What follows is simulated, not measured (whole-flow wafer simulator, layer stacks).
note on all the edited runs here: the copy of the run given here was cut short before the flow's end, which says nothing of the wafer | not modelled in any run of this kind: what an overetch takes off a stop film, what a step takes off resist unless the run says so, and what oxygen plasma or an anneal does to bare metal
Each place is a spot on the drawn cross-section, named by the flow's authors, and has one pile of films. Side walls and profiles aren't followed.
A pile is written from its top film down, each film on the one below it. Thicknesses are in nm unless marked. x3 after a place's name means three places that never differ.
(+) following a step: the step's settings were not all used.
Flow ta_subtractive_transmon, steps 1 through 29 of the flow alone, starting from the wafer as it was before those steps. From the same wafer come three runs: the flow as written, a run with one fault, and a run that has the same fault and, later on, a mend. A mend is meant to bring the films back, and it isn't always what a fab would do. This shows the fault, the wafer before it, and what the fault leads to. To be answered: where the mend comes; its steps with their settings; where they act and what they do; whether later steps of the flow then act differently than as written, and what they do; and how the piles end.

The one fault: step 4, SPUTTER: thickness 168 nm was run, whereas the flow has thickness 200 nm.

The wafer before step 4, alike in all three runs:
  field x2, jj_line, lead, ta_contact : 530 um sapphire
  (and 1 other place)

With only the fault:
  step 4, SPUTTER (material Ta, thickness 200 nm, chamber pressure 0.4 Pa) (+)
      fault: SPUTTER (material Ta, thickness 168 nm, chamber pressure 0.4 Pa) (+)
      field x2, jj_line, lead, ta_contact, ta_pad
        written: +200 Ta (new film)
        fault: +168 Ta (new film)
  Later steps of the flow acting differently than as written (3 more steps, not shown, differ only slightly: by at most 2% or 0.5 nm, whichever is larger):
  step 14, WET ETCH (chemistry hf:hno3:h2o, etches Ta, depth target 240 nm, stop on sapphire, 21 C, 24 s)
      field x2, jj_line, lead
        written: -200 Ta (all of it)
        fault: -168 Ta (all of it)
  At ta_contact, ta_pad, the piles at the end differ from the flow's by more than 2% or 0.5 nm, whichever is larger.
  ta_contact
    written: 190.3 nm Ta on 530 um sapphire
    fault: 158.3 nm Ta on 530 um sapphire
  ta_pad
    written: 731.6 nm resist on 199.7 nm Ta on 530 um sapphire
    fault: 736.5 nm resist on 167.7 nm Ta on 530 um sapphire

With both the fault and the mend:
  After step 5 comes the mend.
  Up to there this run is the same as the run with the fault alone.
  step 5a, SPUTTER (material Ta, thickness 32 nm, chamber pressure 0.4 Pa) (+) (the flow's step 4, run once more with other settings)
      field x2, jj_line, lead, ta_contact, ta_pad
        +32 Ta
  None of the later steps of the flow acts differently than as written at any place that is followed.
  The piles end the same as the flow's at every place that both follow.
